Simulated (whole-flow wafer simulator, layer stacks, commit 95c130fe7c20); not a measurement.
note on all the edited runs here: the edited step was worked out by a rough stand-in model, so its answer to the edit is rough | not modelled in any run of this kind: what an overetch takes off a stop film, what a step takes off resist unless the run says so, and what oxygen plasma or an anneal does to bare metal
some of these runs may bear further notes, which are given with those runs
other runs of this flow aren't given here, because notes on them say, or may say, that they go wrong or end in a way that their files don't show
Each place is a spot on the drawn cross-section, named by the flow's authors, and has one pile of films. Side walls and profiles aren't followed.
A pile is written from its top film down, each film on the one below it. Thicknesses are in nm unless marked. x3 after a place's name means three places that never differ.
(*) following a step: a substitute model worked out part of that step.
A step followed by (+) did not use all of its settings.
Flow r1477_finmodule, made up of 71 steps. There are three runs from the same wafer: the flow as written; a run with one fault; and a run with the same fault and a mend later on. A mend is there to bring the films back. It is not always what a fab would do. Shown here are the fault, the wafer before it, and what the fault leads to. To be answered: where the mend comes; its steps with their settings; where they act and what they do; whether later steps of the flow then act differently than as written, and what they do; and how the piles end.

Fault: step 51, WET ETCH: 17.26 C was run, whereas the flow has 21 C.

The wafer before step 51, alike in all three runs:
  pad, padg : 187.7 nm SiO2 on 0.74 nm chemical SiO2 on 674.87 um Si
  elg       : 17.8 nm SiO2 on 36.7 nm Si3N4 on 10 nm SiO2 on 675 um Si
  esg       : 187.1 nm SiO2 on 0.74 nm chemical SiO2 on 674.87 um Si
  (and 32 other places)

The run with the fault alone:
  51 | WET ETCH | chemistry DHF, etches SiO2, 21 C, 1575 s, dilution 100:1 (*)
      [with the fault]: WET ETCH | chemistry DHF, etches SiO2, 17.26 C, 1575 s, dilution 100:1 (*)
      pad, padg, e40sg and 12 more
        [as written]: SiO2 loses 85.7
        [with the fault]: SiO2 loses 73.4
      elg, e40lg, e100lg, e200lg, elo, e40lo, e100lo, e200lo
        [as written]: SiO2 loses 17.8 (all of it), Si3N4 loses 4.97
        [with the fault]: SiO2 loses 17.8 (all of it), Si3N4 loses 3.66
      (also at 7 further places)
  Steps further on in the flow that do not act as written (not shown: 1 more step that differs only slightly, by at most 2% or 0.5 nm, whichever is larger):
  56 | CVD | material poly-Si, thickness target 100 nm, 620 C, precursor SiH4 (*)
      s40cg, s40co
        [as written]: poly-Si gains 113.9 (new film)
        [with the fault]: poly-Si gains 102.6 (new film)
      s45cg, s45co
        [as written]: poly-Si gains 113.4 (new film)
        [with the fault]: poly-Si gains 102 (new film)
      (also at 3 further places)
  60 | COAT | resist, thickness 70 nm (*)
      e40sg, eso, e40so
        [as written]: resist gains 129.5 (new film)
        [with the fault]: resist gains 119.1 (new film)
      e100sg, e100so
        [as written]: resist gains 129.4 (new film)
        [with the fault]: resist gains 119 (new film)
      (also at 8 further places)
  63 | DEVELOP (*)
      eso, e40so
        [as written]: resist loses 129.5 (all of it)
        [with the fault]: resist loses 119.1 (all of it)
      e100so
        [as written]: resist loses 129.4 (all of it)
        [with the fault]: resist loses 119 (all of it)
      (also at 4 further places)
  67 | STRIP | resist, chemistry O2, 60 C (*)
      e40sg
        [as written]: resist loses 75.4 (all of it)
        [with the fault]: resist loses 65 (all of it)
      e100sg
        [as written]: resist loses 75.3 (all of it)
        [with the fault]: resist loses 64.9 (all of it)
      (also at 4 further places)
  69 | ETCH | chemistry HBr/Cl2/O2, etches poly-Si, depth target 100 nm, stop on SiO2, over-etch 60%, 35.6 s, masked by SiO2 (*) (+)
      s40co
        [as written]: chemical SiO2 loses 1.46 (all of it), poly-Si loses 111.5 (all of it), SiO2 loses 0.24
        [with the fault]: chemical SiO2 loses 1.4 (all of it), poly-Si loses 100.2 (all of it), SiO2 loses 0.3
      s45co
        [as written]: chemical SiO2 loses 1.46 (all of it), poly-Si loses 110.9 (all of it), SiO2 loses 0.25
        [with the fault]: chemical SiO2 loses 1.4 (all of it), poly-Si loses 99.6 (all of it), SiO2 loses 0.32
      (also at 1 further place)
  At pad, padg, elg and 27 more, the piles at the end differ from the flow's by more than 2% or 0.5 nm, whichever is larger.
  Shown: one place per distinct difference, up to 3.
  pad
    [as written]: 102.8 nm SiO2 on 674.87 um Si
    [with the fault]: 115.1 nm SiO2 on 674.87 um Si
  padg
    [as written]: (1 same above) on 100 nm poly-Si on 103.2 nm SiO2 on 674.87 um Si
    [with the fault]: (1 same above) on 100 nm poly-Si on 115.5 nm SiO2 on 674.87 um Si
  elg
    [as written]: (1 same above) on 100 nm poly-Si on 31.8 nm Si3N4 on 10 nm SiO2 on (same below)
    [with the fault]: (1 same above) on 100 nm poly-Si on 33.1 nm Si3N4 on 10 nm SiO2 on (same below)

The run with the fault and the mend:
  The mend stands after step 51.
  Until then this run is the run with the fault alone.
  51a | WET ETCH | chemistry DHF, etches SiO2, 21 C, 221.8 s, dilution 100:1 (*) (the flow's step 51, run once more with other settings)
      pad, padg, e40sg and 12 more
        SiO2 loses 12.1
      elg, e40lg, e100lg, e200lg, elo, e40lo, e100lo, e200lo
        Si3N4 loses 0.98
      esg, s40cg, s45cg, s50cg, s40co, s45co, s50co
        SiO2 loses 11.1
  Every later step of the flow that is run acts as written, at every place that is followed, to within 2% or 0.5 nm, whichever is larger.
  When the end is reached, the piles differ only a little from the flow's at the places that both follow, at most by 2% or 0.5 nm, whichever is larger.
